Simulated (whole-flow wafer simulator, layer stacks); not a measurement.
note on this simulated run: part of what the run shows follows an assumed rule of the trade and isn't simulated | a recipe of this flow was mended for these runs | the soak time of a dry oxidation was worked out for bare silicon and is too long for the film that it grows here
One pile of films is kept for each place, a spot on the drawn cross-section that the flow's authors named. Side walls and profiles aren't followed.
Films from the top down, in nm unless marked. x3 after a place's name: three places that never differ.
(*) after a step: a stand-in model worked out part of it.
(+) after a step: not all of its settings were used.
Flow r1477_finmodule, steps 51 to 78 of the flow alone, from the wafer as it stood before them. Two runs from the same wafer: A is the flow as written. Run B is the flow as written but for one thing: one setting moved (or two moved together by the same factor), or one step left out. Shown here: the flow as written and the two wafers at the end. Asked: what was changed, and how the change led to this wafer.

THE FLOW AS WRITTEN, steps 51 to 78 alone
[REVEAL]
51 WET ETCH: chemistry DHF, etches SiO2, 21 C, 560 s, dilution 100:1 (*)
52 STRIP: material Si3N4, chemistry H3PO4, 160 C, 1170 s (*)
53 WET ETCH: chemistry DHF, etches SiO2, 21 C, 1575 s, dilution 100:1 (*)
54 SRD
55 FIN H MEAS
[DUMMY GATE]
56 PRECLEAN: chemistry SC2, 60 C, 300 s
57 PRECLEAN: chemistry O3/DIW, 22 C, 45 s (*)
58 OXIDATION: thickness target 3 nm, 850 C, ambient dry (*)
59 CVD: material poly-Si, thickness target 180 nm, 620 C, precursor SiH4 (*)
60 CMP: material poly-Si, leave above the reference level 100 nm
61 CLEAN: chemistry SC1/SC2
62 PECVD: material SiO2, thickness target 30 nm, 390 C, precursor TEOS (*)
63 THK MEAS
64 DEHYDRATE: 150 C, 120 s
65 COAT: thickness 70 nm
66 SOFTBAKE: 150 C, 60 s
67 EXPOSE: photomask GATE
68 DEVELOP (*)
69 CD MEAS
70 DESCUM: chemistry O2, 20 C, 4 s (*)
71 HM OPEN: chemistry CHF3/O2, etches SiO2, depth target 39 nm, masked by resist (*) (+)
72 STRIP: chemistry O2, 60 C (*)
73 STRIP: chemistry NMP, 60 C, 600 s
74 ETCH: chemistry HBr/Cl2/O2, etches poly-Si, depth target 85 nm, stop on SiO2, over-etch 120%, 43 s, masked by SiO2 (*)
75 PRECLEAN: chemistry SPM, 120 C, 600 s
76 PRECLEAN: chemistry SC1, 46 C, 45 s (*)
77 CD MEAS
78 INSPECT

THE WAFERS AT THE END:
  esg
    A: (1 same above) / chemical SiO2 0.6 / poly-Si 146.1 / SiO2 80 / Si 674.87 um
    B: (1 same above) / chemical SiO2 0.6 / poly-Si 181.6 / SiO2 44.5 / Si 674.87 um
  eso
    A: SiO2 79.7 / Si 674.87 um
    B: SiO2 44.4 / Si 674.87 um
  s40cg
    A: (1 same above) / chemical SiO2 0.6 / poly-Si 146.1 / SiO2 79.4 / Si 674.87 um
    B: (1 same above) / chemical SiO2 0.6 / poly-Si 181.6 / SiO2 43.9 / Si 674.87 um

The cause: step 53, WET ETCH: 2284 s was run, where the flow has 1575 s.

How the change led to this, step by step:
  53 WET ETCH: chemistry DHF, etches SiO2, 21 C, 1575 s, dilution 100:1 (*)
      esg, e40sg, e100sg and 17 more: A SiO2 -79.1 | B SiO2 -114.7
      pad, padg: A SiO2 -85.7 | B SiO2 -122.4
  59 CVD: material poly-Si, thickness target 180 nm, 620 C, precursor SiH4 (*)
      esg, e40sg, e100sg and 15 more: A poly-Si +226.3 (new film) | B poly-Si +261.8 (new film)
      e200sg, e200so: A poly-Si +219.2 (new film) | B poly-Si +261.8 (new film)
  60 CMP: material poly-Si, leave above the reference level 100 nm
      pad, padg: A poly-Si -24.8 | B nothing
      e200sg, e200so: A poly-Si -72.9 | B poly-Si -80
  74 ETCH: chemistry HBr/Cl2/O2, etches poly-Si, depth target 85 nm, stop on SiO2, over-etch 120%, 43 s, masked by SiO2 (*)
      eso, e40so, e100so and 7 more: A chemical SiO2 -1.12 (all of it), poly-Si -143.9 (all of it), SiO2 -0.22 | B chemical SiO2 -1.12 (all of it), poly-Si -179.4 (all of it)
      pad: A chemical SiO2 -1.12 (all of it), poly-Si -152.8 (all of it), SiO2 -0.17 | B chemical SiO2 -1.12 (all of it), poly-Si -177.6 (all of it), SiO2 -0.05
